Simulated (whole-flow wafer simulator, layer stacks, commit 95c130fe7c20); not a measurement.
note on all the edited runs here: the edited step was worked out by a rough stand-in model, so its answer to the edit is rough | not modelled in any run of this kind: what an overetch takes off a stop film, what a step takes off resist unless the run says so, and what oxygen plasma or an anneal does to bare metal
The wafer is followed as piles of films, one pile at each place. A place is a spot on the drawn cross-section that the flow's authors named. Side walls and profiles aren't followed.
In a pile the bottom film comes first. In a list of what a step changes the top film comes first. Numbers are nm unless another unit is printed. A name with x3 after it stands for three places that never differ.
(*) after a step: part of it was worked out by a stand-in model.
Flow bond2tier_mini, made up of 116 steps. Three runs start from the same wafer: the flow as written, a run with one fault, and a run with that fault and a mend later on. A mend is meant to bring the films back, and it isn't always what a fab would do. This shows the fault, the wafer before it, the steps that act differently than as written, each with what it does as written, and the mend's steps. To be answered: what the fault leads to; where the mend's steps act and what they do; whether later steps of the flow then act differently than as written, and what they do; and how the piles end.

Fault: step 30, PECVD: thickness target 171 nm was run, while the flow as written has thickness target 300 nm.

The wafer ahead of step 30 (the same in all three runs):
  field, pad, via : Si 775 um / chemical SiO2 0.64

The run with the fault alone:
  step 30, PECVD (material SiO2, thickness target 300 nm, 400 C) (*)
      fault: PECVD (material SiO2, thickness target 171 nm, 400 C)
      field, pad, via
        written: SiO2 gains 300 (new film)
        fault: SiO2 gains 171 (new film)
  Every later step of the flow that is run acts as written at every place that is followed.
  The piles end different from the flow's at field, pad by more than 2% or 0.5 nm, whichever is larger.
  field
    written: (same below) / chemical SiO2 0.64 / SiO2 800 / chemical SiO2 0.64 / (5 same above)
    fault: (same below) / chemical SiO2 0.64 / SiO2 671 / chemical SiO2 0.64 / (5 same above)
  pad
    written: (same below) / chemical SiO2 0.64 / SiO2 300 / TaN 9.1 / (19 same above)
    fault: (same below) / chemical SiO2 0.64 / SiO2 171 / TaN 9.1 / (19 same above)

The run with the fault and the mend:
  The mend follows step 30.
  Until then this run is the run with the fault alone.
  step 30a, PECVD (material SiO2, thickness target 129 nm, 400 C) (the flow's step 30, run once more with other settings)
      field, pad, via
        SiO2 gains 129
  Every later step of the flow that is run acts as written at every place that is followed.
  The piles end the same as the flow's at every place that both follow.
